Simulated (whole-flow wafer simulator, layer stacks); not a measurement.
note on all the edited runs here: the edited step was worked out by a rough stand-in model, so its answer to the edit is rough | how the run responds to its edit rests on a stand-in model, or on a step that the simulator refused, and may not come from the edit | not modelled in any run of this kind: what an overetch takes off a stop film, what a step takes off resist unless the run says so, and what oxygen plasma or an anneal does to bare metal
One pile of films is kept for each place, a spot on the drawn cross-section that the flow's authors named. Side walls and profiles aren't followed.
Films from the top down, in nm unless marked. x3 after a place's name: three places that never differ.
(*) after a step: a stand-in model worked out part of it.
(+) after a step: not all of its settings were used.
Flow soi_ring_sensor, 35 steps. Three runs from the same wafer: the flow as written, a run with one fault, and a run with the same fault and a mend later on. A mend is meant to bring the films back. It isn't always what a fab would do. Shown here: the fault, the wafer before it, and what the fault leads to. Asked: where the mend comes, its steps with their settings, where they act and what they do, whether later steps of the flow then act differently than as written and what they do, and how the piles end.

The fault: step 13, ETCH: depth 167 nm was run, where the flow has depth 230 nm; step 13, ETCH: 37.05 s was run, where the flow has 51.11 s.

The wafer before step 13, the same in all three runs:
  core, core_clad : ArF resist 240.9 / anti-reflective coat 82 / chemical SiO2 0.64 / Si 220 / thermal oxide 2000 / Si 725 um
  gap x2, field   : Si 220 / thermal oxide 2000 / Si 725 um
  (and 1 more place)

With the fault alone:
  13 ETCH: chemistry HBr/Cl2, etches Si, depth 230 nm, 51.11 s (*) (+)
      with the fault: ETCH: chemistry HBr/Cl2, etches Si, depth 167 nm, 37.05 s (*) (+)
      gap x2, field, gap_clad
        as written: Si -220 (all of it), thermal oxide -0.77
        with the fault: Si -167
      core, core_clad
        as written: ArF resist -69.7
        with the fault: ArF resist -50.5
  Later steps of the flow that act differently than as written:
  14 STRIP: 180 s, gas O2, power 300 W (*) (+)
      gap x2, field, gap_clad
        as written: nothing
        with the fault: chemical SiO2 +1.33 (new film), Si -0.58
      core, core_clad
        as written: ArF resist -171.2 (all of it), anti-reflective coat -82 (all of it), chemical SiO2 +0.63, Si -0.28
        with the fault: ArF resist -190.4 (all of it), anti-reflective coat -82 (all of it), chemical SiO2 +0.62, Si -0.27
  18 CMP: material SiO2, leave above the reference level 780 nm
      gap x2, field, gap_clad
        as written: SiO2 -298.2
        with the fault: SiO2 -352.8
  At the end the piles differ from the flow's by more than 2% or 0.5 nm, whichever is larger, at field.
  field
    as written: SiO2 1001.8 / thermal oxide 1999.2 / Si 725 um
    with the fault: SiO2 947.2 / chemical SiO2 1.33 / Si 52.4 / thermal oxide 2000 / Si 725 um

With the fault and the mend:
  The mend comes after step 13.
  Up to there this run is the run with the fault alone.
  13a ETCH: chemistry HBr/Cl2, etches Si, depth 63 nm, 14 s (*) (+) (the flow's step 13 once more, with other settings)
      gap x2, field, gap_clad
        Si -53 (all of it), thermal oxide -0.77
      core, core_clad
        ArF resist -19.1
  No later step of the flow acts differently than as written, at any place that is followed, by more than 2% or 0.5 nm, whichever is larger.
  At the end the piles are the same as the flow's at every place that both follow.
